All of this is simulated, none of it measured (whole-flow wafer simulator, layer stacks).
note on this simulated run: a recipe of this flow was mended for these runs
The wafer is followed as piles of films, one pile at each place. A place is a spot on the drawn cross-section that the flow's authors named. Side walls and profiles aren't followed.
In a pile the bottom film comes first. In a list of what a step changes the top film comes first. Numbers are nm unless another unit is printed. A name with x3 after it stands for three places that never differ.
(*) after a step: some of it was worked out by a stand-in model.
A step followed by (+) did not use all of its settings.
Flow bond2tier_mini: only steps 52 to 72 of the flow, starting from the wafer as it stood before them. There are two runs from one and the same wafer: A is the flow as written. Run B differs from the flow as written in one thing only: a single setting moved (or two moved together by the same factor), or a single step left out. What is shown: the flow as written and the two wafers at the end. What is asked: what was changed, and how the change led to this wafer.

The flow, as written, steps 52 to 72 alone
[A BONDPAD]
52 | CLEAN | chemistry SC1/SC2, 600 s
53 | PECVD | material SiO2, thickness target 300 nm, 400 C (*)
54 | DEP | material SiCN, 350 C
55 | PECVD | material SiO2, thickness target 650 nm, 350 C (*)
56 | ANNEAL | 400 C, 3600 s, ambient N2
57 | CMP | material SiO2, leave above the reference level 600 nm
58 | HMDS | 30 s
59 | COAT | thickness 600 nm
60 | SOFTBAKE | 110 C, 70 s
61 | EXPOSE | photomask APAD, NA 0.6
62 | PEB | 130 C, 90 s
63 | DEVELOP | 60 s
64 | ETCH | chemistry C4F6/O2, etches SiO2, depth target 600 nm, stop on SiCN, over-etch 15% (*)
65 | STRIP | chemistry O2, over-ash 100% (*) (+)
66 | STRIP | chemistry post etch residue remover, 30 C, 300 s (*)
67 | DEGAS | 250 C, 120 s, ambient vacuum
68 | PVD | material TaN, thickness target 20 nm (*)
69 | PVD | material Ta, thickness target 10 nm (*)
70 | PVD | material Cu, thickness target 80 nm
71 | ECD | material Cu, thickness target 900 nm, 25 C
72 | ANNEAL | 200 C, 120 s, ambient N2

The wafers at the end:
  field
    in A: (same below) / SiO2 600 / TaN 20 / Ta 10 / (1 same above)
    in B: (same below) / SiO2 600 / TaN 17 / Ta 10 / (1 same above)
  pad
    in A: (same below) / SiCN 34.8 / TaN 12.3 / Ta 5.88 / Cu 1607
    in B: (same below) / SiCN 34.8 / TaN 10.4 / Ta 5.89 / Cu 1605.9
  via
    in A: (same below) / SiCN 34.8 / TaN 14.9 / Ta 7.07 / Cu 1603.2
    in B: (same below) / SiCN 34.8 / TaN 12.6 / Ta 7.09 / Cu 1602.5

What caused this: step 68, PVD: thickness target 17 nm was run, while the flow as written has thickness target 20 nm.
One can read it off the wafer: field has TaN 17, and step 68 as written asks for 20 nm.

Step by step, how the change led to this:
  68 | PVD | material TaN, thickness target 20 nm (*)
      field: A TaN gains 20 (new film) | B TaN gains 17 (new film)
      pad: A TaN gains 12.3 (new film) | B TaN gains 10.4 (new film)
      (as well as at 1 more place)
